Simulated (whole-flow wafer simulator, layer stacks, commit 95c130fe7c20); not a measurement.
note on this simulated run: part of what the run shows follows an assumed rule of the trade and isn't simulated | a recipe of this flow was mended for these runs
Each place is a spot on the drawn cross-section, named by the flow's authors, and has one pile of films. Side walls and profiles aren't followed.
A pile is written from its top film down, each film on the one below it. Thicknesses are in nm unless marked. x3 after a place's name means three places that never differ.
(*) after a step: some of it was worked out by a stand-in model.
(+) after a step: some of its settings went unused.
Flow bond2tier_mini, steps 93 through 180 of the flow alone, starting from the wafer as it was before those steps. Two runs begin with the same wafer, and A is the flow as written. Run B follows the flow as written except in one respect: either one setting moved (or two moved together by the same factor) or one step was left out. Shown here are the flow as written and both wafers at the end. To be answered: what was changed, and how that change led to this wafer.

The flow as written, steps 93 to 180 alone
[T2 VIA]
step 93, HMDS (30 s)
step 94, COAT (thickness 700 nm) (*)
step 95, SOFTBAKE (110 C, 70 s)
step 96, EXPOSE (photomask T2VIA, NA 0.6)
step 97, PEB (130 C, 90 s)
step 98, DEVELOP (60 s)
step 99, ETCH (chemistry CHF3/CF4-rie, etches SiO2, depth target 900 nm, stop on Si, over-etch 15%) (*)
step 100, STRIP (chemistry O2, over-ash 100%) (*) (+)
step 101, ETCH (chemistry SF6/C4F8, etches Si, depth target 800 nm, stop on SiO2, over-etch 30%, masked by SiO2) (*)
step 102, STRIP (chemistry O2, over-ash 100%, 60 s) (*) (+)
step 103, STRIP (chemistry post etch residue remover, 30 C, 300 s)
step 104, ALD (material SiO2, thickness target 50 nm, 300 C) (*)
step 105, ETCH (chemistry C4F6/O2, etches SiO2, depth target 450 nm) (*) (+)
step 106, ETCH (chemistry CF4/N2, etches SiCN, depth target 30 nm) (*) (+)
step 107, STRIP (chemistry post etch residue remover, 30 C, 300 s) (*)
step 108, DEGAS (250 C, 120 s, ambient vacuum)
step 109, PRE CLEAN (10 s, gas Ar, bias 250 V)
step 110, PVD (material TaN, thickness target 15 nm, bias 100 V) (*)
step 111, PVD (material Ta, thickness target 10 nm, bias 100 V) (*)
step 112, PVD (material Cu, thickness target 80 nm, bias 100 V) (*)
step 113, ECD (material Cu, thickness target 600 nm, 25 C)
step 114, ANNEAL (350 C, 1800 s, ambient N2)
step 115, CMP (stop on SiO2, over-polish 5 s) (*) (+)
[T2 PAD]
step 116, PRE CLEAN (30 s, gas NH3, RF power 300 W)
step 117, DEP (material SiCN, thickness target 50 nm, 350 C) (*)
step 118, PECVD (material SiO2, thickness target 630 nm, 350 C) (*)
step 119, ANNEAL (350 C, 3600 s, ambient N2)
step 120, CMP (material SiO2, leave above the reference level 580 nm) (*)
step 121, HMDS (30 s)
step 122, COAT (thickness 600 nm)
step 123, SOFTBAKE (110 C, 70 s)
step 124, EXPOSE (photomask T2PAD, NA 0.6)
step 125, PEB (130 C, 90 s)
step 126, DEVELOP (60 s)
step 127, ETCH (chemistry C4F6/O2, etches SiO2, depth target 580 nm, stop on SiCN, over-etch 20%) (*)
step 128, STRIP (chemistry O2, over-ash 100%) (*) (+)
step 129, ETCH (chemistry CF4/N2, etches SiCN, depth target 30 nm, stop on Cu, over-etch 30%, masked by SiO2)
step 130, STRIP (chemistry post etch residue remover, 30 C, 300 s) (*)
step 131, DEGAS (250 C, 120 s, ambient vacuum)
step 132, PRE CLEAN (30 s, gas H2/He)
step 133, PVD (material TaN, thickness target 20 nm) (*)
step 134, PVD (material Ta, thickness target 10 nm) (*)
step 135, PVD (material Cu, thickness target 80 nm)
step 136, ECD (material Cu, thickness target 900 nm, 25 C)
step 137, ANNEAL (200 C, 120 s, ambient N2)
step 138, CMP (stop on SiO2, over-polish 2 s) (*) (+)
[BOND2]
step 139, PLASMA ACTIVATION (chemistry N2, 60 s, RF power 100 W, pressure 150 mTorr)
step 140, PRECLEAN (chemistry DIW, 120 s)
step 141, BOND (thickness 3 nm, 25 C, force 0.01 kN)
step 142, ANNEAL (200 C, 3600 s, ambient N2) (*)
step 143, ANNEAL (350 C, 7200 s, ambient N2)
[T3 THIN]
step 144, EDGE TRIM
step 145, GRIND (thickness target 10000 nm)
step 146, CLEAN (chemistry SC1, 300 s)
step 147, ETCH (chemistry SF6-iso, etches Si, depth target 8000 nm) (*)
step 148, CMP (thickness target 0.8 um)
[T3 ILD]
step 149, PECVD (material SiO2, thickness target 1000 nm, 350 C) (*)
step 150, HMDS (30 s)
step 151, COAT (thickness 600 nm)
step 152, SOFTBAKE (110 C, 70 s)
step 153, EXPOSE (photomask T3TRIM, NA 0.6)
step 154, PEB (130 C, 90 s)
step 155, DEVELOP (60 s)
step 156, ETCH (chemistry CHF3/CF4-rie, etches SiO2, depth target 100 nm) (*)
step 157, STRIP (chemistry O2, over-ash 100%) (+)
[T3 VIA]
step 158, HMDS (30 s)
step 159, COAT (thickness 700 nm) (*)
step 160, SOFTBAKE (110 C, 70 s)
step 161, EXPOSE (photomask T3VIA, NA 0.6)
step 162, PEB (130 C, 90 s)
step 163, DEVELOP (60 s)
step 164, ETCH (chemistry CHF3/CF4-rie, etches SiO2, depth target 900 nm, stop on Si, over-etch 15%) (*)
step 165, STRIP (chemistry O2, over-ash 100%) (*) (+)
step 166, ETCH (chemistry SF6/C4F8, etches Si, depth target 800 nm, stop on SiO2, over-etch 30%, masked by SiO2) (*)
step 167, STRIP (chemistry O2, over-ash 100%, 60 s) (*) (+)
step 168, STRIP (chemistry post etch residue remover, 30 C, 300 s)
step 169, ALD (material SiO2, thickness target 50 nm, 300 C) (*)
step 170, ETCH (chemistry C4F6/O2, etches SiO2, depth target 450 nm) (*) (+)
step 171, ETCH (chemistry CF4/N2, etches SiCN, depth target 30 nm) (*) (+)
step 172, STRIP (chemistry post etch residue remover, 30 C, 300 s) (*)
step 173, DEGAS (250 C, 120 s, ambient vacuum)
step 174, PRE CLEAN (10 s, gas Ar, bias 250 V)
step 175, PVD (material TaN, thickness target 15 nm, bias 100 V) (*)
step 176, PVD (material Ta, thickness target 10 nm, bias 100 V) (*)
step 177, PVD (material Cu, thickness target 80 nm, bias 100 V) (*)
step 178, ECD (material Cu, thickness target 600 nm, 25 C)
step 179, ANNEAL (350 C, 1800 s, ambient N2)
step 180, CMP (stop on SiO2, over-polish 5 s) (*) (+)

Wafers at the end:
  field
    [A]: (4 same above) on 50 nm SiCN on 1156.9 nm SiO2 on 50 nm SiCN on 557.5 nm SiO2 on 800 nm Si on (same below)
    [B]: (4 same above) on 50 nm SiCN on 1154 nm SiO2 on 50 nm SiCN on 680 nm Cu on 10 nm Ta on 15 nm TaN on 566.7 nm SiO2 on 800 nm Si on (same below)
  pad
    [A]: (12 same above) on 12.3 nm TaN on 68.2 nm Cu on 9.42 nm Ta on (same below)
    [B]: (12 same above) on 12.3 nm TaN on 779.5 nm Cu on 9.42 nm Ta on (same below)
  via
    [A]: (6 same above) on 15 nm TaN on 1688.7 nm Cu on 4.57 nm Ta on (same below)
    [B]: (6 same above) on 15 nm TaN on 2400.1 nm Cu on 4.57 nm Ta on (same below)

What caused this: step 115, CMP: stop on SiO2, over-polish 5 s (*) (+), was omitted.

Step by step, how the change led to this:
  step 120, CMP (material SiO2, leave above the reference level 580 nm) (*)
      field: A SiO2 loses 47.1 | B SiO2 loses 50
With metal films that touch counted as one body, field has 1 body; the flow as written gives 0 bodies.
